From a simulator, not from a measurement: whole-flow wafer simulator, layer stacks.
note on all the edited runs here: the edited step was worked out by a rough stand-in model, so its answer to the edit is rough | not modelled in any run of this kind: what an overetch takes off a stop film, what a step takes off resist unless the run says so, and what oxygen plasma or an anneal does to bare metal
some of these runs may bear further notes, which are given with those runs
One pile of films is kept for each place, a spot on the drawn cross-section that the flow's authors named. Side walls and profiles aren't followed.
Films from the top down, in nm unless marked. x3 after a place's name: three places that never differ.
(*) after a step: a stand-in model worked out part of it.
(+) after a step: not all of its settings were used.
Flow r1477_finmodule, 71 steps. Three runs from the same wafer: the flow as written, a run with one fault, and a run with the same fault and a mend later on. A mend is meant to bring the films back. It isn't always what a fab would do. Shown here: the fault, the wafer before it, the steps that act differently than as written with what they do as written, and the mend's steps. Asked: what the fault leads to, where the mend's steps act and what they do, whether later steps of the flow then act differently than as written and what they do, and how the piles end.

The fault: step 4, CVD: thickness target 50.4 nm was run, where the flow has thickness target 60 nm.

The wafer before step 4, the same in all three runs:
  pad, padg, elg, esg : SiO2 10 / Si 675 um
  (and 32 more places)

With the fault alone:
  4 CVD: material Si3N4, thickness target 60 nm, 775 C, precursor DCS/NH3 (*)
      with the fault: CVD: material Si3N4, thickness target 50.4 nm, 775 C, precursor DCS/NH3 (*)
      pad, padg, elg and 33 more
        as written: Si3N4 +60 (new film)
        with the fault: Si3N4 +50.4 (new film)
  Later steps of the flow that act differently than as written (5 more steps differ only slightly, by at most 2% or 0.5 nm, whichever is larger, and aren't shown):
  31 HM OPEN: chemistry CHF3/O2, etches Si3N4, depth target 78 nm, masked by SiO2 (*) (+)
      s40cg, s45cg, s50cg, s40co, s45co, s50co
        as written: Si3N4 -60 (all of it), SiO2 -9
        with the fault: Si3N4 -50.4 (all of it), SiO2 -10 (all of it)
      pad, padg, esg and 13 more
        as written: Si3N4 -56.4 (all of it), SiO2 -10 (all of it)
        with the fault: Si3N4 -46.8 (all of it), SiO2 -10 (all of it)
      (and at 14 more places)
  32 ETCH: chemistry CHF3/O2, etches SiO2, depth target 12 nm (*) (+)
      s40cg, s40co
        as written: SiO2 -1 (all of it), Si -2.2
        with the fault: Si -2.1
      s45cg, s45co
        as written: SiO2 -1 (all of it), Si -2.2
        with the fault: Si -2.13
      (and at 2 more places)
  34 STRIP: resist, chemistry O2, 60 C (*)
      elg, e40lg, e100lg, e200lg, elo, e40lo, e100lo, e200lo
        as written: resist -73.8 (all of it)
        with the fault: resist -81.6 (all of it)
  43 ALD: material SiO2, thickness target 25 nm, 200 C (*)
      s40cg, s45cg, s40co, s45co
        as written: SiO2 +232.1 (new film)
        with the fault: SiO2 +226.3 (new film)
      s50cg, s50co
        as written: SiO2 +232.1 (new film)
        with the fault: SiO2 +226.4 (new film)
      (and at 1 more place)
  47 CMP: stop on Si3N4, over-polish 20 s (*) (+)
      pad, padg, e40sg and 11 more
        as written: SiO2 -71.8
        with the fault: SiO2 -81.4
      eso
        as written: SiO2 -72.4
        with the fault: SiO2 -82
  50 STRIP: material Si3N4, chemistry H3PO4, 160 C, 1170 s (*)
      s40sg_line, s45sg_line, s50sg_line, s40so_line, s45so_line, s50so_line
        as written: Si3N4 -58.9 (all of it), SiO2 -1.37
        with the fault: Si3N4 -49.3 (all of it), SiO2 -1.67
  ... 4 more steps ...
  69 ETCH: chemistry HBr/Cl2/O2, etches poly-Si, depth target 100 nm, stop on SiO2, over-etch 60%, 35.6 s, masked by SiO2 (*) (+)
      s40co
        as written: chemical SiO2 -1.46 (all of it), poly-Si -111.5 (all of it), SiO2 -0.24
        with the fault: chemical SiO2 -1.46 (all of it), poly-Si -123.1 (all of it), SiO2 -0.18
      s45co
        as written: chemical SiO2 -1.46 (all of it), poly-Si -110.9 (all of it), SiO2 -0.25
        with the fault: chemical SiO2 -1.46 (all of it), poly-Si -123.1 (all of it), SiO2 -0.18
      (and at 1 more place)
  At the end the piles differ from the flow's by more than 2% or 0.5 nm, whichever is larger, at pad, padg, elg and 27 more.
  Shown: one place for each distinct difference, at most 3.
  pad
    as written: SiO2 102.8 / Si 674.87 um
    with the fault: SiO2 93.2 / Si 674.87 um
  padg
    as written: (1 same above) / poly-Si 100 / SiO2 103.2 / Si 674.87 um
    with the fault: (1 same above) / poly-Si 100 / SiO2 93.6 / Si 674.87 um
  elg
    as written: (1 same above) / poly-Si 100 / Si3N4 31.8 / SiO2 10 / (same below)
    with the fault: (1 same above) / poly-Si 100 / Si3N4 22.2 / SiO2 10 / (same below)

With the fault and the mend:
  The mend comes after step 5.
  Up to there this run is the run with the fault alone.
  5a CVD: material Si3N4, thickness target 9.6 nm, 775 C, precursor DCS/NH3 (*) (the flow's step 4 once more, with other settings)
      pad, padg, elg and 33 more
        Si3N4 +9.6
  No later step of the flow acts differently than as written at any place that is followed.
  At the end the piles are the same as the flow's at every place that both follow.
